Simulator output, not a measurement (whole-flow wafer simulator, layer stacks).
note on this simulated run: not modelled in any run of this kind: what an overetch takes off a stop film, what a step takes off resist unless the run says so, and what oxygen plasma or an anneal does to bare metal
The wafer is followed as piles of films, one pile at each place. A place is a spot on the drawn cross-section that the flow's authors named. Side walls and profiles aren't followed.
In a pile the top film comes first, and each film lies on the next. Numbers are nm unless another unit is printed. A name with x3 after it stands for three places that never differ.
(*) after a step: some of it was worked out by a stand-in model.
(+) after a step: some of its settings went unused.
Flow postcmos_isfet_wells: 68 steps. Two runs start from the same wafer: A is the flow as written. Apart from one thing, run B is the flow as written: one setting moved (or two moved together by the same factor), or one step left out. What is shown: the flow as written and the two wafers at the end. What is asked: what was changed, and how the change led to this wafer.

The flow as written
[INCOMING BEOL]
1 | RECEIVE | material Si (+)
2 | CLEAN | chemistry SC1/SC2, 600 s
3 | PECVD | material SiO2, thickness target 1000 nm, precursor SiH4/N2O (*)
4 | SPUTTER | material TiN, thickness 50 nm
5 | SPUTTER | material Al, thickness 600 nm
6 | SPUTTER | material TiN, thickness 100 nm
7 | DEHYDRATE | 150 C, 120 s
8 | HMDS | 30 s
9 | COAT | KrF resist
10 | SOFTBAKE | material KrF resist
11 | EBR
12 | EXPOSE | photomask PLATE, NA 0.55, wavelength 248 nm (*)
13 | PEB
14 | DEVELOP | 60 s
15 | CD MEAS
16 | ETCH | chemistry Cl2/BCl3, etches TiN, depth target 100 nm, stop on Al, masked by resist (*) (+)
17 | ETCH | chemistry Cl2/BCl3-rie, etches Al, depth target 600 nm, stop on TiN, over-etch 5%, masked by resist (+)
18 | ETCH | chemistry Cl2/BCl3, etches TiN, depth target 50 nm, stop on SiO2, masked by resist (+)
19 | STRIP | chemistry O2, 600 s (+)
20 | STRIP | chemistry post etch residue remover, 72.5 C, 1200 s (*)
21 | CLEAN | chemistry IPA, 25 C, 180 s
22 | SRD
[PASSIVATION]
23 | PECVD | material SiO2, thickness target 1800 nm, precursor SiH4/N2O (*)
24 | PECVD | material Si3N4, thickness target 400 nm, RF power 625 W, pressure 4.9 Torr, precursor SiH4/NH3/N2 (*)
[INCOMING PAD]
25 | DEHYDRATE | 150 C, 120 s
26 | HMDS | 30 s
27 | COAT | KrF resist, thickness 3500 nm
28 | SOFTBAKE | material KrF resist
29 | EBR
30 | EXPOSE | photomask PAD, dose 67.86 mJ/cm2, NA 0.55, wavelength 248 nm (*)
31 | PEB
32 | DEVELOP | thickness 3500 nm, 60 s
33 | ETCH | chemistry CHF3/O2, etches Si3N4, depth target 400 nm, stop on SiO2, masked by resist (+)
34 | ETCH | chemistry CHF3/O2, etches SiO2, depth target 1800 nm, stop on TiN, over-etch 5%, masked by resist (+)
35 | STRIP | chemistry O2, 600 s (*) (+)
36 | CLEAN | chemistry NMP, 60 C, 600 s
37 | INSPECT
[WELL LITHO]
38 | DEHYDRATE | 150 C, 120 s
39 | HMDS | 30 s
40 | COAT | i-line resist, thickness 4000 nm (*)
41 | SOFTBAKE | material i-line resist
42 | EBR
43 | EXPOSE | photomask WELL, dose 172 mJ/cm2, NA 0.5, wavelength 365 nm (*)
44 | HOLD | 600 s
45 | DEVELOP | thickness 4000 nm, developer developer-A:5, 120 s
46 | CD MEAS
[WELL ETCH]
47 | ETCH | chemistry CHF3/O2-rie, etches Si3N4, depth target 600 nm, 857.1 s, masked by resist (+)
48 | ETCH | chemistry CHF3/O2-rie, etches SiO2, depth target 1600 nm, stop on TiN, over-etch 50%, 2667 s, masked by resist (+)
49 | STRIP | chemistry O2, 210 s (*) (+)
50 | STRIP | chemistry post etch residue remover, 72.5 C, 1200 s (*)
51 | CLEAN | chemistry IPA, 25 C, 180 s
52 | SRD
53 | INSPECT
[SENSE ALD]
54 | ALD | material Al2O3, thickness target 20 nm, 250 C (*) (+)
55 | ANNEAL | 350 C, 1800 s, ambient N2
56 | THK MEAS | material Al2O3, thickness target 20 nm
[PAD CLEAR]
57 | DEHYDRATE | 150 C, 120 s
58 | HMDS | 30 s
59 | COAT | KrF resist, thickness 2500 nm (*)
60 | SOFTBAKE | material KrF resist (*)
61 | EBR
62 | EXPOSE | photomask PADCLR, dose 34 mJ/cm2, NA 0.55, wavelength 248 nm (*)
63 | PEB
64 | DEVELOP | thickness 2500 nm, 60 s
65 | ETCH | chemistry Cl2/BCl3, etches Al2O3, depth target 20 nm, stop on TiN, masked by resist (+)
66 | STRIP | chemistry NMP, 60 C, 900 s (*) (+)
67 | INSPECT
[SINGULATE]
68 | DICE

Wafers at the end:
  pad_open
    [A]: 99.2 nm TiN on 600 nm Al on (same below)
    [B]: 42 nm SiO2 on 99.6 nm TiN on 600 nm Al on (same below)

Cause: step 33, ETCH: depth target 360 nm was run, while the flow as written has depth target 400 nm.

Step by step, how the change led to this:
  33 | ETCH | chemistry CHF3/O2, etches Si3N4, depth target 400 nm, stop on SiO2, masked by resist (+)
      pad_open: A Si3N4 loses 400 (all of it) | B Si3N4 loses 360
      field, margin, well900, well1300 x3, pad_rim, pad_clr: A KrF resist loses 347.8 | B KrF resist loses 313
  34 | ETCH | chemistry CHF3/O2, etches SiO2, depth target 1800 nm, stop on TiN, over-etch 5%, masked by resist (+)
      pad_open: A SiO2 loses 1800 (all of it) | B Si3N4 loses 40 (all of it), SiO2 loses 1758
  35 | STRIP | chemistry O2, 600 s (*) (+)
      field, margin, well900, well1300 x3, pad_rim, pad_clr: A KrF resist loses 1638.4 (all of it) | B KrF resist loses 1673.2 (all of it)
  41 | SOFTBAKE | material i-line resist
      pad_clr: A i-line resist loses 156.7 | B i-line resist loses 152.5
